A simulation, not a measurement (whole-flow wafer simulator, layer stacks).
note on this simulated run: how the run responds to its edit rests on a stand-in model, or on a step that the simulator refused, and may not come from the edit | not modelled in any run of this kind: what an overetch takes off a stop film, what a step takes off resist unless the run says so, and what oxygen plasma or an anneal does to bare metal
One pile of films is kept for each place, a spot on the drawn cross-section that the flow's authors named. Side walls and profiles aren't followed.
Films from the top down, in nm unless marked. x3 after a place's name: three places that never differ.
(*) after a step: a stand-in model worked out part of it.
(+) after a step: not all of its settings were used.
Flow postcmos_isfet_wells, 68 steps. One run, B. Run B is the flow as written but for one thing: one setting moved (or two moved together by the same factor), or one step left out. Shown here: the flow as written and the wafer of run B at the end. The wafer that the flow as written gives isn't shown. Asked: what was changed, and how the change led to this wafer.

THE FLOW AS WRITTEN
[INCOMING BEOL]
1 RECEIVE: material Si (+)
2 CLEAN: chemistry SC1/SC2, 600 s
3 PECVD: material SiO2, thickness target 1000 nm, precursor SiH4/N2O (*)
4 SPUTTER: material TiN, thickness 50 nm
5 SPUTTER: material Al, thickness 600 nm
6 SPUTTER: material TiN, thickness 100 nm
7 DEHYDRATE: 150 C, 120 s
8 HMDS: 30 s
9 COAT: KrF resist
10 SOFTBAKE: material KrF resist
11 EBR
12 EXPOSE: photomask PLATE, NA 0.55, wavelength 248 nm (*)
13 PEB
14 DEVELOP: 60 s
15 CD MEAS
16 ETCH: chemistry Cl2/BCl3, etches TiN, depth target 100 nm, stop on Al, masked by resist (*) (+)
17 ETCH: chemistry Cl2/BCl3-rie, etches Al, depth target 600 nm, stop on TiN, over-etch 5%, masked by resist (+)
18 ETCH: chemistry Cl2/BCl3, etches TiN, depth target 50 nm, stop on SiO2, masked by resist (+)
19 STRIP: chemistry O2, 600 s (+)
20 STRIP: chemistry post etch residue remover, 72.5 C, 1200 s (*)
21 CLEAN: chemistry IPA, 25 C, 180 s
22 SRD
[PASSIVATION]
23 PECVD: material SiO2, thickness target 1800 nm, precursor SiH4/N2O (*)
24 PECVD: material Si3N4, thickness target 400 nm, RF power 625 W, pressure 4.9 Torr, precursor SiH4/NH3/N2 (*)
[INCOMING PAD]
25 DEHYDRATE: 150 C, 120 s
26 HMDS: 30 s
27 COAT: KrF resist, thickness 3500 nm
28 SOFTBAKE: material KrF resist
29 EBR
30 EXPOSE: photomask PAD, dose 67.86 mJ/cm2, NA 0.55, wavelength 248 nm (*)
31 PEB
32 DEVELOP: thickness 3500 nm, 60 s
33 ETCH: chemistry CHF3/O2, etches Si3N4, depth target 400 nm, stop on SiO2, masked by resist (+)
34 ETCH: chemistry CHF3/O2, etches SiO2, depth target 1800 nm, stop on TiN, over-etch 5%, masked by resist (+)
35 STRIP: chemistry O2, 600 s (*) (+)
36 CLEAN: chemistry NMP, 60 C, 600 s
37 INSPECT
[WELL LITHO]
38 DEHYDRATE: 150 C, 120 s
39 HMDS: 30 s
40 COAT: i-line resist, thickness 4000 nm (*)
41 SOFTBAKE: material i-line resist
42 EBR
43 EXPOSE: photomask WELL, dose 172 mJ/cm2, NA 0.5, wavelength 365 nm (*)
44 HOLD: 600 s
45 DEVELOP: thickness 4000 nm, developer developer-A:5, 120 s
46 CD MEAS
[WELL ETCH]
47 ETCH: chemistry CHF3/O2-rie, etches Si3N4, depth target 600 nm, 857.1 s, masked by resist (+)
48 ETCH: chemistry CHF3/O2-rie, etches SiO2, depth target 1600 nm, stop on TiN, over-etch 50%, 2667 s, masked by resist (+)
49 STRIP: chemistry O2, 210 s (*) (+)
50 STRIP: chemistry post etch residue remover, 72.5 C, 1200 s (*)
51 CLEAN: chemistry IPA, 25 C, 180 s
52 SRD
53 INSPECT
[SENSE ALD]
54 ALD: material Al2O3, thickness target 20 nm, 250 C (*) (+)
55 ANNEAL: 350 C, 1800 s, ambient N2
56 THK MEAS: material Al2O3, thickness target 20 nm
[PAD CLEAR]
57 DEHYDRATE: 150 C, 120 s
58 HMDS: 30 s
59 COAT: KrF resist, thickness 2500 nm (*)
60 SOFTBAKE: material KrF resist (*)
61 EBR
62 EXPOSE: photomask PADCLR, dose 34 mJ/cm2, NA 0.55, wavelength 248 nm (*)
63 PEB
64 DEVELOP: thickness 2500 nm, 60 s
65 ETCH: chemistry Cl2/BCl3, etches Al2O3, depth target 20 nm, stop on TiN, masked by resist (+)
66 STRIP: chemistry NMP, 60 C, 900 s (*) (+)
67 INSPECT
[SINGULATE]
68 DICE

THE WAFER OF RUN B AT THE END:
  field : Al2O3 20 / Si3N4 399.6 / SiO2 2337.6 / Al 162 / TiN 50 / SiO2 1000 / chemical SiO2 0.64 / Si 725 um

The cause: step 17, ETCH: depth target 382.3 nm was run, where the flow has depth target 600 nm.

How the change led to this, step by step:
  17 ETCH: chemistry Cl2/BCl3-rie, etches Al, depth target 600 nm, stop on TiN, over-etch 5%, masked by resist (+)
      field: Al -382.3 (as written it would be: Al -600 (all of it))
      margin, well900, well1300, well2000, well3000, pad_rim, pad_clr, pad_open: KrF resist -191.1 (as written it would be: KrF resist -300)
  18 ETCH: chemistry Cl2/BCl3, etches TiN, depth target 50 nm, stop on SiO2, masked by resist (+)
      field: Al -50 (as written it would be: TiN -50 (all of it))
  19 STRIP: chemistry O2, 600 s (+)
      margin, well900, well1300, well2000, well3000, pad_rim, pad_clr, pad_open: KrF resist -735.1 (all of it) (as written it would be: KrF resist -626.3 (all of it))
  20 STRIP: chemistry post etch residue remover, 72.5 C, 1200 s (*)
      field: Al -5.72 (as written it would be: nothing)
  23 PECVD: material SiO2, thickness target 1800 nm, precursor SiH4/N2O (*)
      field: SiO2 +2337.6 (new film) (as written it would be: SiO2 +1800 (new film), void +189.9 (new film), SiO2 +559.7)
Counting metal films that touch as one body, field has 1 body; the flow as written gives 0 bodies.
